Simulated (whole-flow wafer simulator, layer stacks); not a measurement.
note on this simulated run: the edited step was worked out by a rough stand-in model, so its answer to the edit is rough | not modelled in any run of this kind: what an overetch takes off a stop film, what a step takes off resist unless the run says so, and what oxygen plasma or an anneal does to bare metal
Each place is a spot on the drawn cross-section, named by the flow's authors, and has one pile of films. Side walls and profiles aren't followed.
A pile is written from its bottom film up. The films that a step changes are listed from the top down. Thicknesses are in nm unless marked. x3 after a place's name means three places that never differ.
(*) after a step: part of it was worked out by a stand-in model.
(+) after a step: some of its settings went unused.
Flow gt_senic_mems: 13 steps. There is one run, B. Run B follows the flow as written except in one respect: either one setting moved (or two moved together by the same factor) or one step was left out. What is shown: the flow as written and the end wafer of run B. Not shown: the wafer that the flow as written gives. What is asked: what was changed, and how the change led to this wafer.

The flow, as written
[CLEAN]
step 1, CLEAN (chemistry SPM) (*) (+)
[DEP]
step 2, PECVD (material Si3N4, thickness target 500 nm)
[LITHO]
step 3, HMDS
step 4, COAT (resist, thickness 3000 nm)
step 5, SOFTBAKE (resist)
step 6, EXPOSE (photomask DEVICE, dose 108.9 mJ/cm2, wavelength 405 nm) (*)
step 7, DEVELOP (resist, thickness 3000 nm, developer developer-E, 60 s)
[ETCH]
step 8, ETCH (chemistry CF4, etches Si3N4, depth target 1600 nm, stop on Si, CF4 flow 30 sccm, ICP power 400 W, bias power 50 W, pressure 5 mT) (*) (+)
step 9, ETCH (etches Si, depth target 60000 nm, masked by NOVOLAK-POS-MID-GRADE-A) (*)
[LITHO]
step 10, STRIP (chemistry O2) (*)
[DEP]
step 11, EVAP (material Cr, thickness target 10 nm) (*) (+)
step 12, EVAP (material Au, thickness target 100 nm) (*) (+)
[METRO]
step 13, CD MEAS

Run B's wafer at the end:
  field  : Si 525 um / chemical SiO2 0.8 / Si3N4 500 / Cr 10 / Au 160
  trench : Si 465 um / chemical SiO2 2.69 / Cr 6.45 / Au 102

Cause: step 12, EVAP: thickness target 160 nm was run, whereas the flow has thickness target 100 nm.
One can read it off the wafer: field has Au 160, and step 12 as written asks for 100 nm.

How this came from the change, step by step:
  step 12, EVAP (material Au, thickness target 100 nm) (*) (+)
      field: Au gains 160 (new film) (in the flow as written it would be: Au gains 100 (new film))
      trench: Au gains 102 (new film) (in the flow as written it would be: Au gains 64.1 (new film))
